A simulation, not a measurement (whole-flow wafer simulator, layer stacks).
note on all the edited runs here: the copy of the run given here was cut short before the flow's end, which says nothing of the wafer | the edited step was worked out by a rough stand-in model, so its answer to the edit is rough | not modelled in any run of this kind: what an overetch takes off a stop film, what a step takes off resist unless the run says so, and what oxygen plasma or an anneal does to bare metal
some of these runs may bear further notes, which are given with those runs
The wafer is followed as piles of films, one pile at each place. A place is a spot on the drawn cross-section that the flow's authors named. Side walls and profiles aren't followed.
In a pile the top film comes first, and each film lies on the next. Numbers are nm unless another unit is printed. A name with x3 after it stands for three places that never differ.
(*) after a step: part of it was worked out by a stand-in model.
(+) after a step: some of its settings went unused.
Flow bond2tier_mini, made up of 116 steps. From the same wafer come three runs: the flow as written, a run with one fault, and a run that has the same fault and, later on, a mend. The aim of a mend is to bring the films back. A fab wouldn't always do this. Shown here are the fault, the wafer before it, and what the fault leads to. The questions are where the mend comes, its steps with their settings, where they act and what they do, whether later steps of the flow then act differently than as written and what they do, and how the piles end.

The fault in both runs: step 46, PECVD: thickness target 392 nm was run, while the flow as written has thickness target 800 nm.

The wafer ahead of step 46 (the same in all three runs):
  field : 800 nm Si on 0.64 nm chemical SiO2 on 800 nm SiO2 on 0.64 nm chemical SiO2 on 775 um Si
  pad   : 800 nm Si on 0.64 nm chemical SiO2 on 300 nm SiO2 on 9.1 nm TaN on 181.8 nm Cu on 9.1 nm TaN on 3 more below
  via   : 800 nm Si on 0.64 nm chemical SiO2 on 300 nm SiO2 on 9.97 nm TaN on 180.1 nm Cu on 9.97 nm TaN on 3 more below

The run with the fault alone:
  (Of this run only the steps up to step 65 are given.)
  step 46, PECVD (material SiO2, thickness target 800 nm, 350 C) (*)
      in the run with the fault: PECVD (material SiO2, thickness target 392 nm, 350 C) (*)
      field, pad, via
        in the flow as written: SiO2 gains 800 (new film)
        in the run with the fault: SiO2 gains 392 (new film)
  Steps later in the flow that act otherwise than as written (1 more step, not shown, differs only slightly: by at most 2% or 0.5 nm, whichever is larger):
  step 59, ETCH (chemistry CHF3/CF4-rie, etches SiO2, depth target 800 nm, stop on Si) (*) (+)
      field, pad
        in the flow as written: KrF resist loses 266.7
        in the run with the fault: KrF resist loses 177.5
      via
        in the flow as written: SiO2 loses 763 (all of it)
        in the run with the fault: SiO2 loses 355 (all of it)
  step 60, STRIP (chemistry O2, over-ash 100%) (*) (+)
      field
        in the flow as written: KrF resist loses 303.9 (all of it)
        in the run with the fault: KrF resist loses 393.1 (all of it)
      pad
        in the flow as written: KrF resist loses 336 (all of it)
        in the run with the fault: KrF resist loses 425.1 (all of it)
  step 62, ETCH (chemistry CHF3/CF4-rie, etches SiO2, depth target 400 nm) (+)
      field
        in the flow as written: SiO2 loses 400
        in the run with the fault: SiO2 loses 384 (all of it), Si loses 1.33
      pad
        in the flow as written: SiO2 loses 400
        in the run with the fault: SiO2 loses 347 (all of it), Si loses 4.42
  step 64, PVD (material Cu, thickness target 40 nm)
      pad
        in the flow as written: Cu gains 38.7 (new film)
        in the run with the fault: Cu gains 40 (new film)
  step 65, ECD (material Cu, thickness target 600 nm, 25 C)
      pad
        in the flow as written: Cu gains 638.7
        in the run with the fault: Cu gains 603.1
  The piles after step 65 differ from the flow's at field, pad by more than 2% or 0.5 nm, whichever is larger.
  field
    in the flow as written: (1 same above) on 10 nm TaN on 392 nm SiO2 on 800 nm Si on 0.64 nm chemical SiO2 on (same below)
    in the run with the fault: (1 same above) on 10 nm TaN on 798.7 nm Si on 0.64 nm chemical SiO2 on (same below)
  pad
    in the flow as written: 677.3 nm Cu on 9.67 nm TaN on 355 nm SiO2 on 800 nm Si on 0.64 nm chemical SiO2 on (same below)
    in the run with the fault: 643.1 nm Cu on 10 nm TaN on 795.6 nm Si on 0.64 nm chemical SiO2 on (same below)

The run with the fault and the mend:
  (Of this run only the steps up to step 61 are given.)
  The mend stands after step 51.
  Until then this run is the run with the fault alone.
  step 51a, STRIP (chemistry O2, over-ash 100%) (+)
      field
        KrF resist loses 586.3 (all of it)
  step 51b, PECVD (material SiO2, thickness target 408 nm, 350 C) (*) (a further turn of the flow's step 46, with different settings)
      field, pad, via
        SiO2 gains 408
  step 51c, COAT (KrF resist, thickness 600 nm) (a further turn of the flow's step 47)
      field, pad, via
        KrF resist gains 600 (new film)
  step 51d, SOFTBAKE (KrF resist) (a further turn of the flow's step 48)
      alters no film at any place that is followed
  step 51e, EXPOSE (photomask T2TRIM, NA 0.6) (a further turn of the flow's step 49)
      alters no film at any place that is followed
  step 51f, PEB (KrF resist) (a further turn of the flow's step 50)
      alters no film at any place that is followed
  step 51g, DEVELOP (developer TMAH-0.26N, 60 s) (a further turn of the flow's step 51)
      pad, via
        KrF resist loses 600 (all of it)
      field
        KrF resist loses 13.7
  Later steps of the flow up to step 61 that are run all act as written at every place that is followed.
  The piles after step 61 are the same as the flow's at every place that both follow.
